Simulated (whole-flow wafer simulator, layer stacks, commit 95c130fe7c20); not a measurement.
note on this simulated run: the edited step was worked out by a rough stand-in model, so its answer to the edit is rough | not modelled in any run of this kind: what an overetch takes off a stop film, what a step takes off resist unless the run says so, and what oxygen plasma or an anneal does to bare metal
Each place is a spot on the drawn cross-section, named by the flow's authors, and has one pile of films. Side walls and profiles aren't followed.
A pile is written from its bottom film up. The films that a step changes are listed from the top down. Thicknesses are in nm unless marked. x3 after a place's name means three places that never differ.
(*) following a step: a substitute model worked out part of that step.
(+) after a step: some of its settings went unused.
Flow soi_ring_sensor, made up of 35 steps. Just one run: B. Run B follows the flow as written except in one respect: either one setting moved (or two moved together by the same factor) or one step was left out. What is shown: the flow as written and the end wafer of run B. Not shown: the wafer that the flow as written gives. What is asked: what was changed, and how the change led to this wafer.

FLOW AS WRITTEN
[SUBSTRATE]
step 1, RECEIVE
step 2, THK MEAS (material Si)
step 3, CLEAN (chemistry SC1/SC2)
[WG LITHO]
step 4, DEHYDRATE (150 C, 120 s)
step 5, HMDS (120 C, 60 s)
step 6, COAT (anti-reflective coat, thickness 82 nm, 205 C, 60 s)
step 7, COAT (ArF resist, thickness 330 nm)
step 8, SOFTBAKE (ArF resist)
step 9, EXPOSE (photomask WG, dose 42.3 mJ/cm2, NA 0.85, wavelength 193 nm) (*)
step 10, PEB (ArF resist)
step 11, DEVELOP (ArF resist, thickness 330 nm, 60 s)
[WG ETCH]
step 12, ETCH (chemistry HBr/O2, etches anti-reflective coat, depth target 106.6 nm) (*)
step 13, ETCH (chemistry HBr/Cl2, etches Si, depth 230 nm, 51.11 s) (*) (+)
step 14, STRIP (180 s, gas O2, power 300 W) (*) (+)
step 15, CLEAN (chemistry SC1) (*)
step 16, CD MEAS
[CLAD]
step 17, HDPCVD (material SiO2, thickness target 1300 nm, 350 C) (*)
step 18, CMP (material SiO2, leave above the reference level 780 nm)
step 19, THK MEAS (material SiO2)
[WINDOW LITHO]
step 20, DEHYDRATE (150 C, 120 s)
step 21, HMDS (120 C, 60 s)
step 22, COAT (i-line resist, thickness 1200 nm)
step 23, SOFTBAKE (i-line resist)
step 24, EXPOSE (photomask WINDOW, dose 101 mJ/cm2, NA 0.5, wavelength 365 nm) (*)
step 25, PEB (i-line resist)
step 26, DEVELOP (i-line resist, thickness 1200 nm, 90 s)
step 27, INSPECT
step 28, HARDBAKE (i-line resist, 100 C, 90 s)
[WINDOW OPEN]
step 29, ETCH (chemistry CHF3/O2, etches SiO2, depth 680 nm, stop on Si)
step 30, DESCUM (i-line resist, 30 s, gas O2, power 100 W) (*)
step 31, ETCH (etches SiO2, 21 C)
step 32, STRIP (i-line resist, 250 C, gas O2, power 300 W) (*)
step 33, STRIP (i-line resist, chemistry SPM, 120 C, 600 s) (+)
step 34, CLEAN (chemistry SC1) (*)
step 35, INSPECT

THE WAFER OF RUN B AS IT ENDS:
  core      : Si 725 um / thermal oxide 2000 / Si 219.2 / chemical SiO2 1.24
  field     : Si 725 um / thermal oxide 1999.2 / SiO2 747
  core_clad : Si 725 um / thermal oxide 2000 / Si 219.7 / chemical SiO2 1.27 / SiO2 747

The reason: step 17, HDPCVD: thickness target 747 nm was run, though the flow has thickness target 1300 nm.

Step by step, how the change led to this:
  step 17, HDPCVD (material SiO2, thickness target 1300 nm, 350 C) (*)
      core, gap, window, field, core_clad, gap_clad: +747 SiO2 (new film) (it would be, as written: +1300 SiO2 (new film))
  step 18, CMP (material SiO2, leave above the reference level 780 nm)
      gap, window, field, gap_clad: nothing (it would be, as written: -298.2 SiO2)
      core, core_clad: nothing (it would be, as written: -520 SiO2)
  step 22, COAT (i-line resist, thickness 1200 nm)
      core, core_clad: +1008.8 i-line resist (new film) (it would be, as written: +1200 i-line resist (new film))
      gap, gap_clad: +1232.8 i-line resist (new film) (it would be, as written: +1200 i-line resist (new film))
  step 23, SOFTBAKE (i-line resist)
      core, core_clad: -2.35 i-line resist (it would be, as written: nothing)
      gap, gap_clad: -2.89 i-line resist (it would be, as written: nothing)
      (also at 1 further place)
  step 25, PEB (i-line resist)
      core, core_clad: -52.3 i-line resist (it would be, as written: -62.8 i-line resist)
      gap, gap_clad: -64.4 i-line resist (it would be, as written: -62.8 i-line resist)
  step 26, DEVELOP (i-line resist, thickness 1200 nm, 90 s)
      core: -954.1 i-line resist (all of it) (it would be, as written: -1137.2 i-line resist (all of it))
      gap: -1165.5 i-line resist (all of it) (it would be, as written: -1137.2 i-line resist (all of it))
  step 31, ETCH (etches SiO2, 21 C)
      core: -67 SiO2 (all of it), -1.27 chemical SiO2 (all of it) (it would be, as written: -100 SiO2 (all of it), -1.27 chemical SiO2 (all of it))
  step 32, STRIP (i-line resist, 250 C, gas O2, power 300 W) (*)
      core_clad: -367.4 i-line resist (all of it) (it would be, as written: -550.1 i-line resist (all of it))
